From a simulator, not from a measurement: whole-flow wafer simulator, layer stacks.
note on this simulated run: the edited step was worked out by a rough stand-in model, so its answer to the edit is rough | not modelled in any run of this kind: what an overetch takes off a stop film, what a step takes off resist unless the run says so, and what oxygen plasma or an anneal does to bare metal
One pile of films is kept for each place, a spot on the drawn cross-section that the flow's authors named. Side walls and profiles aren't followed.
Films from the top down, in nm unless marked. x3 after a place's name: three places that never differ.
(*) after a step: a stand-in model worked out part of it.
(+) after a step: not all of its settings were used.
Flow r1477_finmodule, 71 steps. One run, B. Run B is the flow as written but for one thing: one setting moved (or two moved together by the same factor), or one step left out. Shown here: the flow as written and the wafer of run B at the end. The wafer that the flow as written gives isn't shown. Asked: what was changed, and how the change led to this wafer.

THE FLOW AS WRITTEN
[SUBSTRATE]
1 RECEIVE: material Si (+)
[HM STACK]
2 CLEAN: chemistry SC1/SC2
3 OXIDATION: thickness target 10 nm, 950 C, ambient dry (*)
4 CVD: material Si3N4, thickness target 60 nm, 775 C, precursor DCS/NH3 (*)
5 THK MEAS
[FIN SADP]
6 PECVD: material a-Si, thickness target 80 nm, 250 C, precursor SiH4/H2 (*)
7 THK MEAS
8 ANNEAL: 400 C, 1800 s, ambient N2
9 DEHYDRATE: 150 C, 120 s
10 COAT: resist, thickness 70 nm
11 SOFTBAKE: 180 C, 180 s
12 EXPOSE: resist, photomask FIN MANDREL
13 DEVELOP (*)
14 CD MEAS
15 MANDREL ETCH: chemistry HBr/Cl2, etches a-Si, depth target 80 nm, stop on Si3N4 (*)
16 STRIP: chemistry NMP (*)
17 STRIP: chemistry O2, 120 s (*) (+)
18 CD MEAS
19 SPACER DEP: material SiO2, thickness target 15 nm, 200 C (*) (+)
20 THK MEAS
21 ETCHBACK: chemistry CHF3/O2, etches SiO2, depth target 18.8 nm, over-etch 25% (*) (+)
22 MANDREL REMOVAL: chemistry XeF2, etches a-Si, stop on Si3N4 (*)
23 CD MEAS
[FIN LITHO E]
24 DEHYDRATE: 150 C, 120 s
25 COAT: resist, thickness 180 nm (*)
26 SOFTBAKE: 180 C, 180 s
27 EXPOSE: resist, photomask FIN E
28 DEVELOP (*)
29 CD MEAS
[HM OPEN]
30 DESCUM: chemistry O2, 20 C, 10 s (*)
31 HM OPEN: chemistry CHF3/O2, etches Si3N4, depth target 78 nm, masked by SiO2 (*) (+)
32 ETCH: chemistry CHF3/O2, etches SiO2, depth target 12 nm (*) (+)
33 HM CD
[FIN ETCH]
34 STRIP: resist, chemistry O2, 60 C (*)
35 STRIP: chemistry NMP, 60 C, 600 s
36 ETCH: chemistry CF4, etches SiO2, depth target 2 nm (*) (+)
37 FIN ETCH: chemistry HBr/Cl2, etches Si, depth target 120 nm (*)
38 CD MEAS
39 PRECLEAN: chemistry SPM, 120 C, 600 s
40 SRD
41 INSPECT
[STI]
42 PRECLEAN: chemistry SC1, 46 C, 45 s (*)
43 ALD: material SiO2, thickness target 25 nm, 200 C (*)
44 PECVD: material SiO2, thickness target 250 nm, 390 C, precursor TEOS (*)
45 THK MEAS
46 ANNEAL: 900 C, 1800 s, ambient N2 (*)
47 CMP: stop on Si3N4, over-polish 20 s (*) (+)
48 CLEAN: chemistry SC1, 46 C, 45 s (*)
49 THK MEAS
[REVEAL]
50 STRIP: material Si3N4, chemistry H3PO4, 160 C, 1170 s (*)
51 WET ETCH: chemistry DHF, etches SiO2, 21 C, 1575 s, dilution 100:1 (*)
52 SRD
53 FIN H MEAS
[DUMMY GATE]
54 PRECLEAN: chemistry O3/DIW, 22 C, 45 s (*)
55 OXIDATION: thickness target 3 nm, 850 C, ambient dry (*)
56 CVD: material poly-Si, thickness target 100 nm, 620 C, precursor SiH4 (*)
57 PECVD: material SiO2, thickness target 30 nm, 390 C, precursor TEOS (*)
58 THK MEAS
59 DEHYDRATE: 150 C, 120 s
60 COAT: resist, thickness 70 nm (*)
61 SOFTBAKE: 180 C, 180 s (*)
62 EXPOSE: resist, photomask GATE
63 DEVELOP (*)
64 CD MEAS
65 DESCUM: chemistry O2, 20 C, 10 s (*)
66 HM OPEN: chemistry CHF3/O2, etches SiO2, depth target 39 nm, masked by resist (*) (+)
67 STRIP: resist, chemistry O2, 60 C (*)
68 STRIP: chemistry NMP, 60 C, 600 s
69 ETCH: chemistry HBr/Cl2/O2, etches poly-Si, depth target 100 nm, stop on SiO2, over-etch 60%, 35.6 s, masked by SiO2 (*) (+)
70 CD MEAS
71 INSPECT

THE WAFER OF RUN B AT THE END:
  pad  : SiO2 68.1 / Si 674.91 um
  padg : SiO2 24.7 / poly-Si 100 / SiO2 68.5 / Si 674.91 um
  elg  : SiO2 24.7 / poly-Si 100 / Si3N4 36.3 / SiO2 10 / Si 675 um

The cause: step 37, FIN ETCH: depth target 85.2 nm was run, where the flow has depth target 120 nm.

How the change led to this, step by step:
  37 FIN ETCH: chemistry HBr/Cl2, etches Si, depth target 120 nm (*)
      pad, padg, esg and 19 more: Si -85.2 (as written it would be: Si -120)
      elg, e40lg, e100lg, e200lg, elo, e40lo, e100lo, e200lo: Si3N4 -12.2 (as written it would be: Si3N4 -17.1)
      (and at 6 more places)
  43 ALD: material SiO2, thickness target 25 nm, 200 C (*)
      s40cg, s45cg, s50cg, s40co, s45co, s50co: SiO2 +200 (new film) (as written it would be: SiO2 +232.1 (new film))
      esg: SiO2 +164.4 (new film) (as written it would be: SiO2 +194.3 (new film))
  47 CMP: stop on Si3N4, over-polish 20 s (*) (+)
      pad, padg, e40sg and 11 more: SiO2 -106.6 (as written it would be: SiO2 -71.8)
      elg, esg, e40lg and 6 more: SiO2 -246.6 (as written it would be: SiO2 -241.6)
      (and at 1 more place)
  51 WET ETCH: chemistry DHF, etches SiO2, 21 C, 1575 s, dilution 100:1 (*)
      elg, e40lg, e100lg, e200lg, elo, e40lo, e100lo, e200lo: SiO2 -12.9 (all of it), Si3N4 -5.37 (as written it would be: SiO2 -17.8 (all of it), Si3N4 -4.97)
  56 CVD: material poly-Si, thickness target 100 nm, 620 C, precursor SiH4 (*)
      esg: poly-Si +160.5 (new film) (as written it would be: poly-Si +156 (new film))
  60 COAT: resist, thickness 70 nm (*)
      e40sg, eso, e40so: resist +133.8 (new film) (as written it would be: resist +129.5 (new film))
      e100sg, e100so: resist +133.7 (new film) (as written it would be: resist +129.4 (new film))
      (and at 2 more places)
  63 DEVELOP (*)
      eso, e40so: resist -133.8 (all of it) (as written it would be: resist -129.5 (all of it))
      e100so: resist -133.7 (all of it) (as written it would be: resist -129.4 (all of it))
      (and at 1 more place)
  67 STRIP: resist, chemistry O2, 60 C (*)
      e40sg: resist -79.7 (all of it) (as written it would be: resist -75.4 (all of it))
      e100sg: resist -79.6 (all of it) (as written it would be: resist -75.3 (all of it))
      (and at 1 more place)
